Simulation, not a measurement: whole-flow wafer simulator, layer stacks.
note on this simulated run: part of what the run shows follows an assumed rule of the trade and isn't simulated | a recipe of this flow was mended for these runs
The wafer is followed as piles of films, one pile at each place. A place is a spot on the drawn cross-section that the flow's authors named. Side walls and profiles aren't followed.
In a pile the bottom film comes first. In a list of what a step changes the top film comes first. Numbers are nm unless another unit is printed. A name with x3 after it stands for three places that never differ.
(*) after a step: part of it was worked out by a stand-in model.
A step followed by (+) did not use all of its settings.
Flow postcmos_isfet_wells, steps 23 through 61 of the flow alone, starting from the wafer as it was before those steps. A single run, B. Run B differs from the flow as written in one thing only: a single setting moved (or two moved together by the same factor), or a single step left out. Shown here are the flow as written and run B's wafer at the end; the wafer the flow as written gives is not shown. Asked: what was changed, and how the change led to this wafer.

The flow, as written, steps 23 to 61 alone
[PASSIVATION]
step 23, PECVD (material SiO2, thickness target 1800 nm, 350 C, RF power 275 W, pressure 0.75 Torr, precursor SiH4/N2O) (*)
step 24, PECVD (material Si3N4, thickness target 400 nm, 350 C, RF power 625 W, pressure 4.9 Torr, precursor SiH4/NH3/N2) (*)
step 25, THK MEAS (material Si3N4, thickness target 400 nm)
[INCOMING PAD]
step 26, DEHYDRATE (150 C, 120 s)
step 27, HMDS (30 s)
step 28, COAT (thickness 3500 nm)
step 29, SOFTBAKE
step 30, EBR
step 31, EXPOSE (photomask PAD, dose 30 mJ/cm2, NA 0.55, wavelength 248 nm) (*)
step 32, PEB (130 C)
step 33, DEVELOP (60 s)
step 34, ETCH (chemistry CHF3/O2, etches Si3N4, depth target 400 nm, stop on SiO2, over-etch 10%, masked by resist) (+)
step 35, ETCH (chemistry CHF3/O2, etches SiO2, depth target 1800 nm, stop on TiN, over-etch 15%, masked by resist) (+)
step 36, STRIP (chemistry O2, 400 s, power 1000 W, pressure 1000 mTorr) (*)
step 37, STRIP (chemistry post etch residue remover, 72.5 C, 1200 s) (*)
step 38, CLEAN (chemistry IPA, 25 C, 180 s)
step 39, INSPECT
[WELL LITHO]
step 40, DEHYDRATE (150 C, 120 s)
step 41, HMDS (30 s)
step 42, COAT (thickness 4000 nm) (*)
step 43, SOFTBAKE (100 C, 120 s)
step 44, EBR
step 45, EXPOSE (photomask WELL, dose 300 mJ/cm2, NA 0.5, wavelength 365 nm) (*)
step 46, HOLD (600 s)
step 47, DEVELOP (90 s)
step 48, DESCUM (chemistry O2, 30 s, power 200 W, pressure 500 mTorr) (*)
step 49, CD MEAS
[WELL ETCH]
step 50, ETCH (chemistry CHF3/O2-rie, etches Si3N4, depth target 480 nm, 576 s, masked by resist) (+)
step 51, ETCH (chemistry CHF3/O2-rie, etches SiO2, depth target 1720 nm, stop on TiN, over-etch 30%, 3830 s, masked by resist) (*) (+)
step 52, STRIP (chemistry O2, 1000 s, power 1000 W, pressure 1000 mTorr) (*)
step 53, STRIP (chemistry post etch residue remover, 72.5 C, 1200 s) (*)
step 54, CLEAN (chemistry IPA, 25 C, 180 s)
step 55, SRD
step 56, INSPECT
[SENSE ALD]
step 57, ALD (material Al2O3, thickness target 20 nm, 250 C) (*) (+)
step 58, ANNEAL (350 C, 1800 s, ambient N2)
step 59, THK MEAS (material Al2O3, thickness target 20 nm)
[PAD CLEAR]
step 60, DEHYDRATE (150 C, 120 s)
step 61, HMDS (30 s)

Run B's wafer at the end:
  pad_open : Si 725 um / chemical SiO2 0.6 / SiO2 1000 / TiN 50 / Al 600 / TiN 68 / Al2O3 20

Cause: step 34, ETCH: depth target 544 nm was run, though the flow has depth target 400 nm.

The path from the change to this, step by step:
  step 34, ETCH (chemistry CHF3/O2, etches Si3N4, depth target 400 nm, stop on SiO2, over-etch 10%, masked by resist) (+)
      field, margin x2, well900 x4, pad_clr: -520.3 thick-KrF-resist (it would be, as written: -382.6 thick-KrF-resist)
      pad_open: -400 Si3N4 (all of it), -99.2 SiO2 (it would be, as written: -400 Si3N4 (all of it), -20 SiO2)
  step 35, ETCH (chemistry CHF3/O2, etches SiO2, depth target 1800 nm, stop on TiN, over-etch 15%, masked by resist) (+)
      field, margin x2, well900 x4, pad_clr: -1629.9 thick-KrF-resist (it would be, as written: -1705.8 thick-KrF-resist)
      pad_open: -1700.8 SiO2 (all of it), -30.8 TiN (it would be, as written: -1780 SiO2 (all of it), -24.2 TiN)
  step 36, STRIP (chemistry O2, 400 s, power 1000 W, pressure 1000 mTorr) (*)
      field, margin x2, well900 x4, pad_clr: -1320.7 thick-KrF-resist (all of it) (it would be, as written: -1382.5 thick-KrF-resist (all of it))
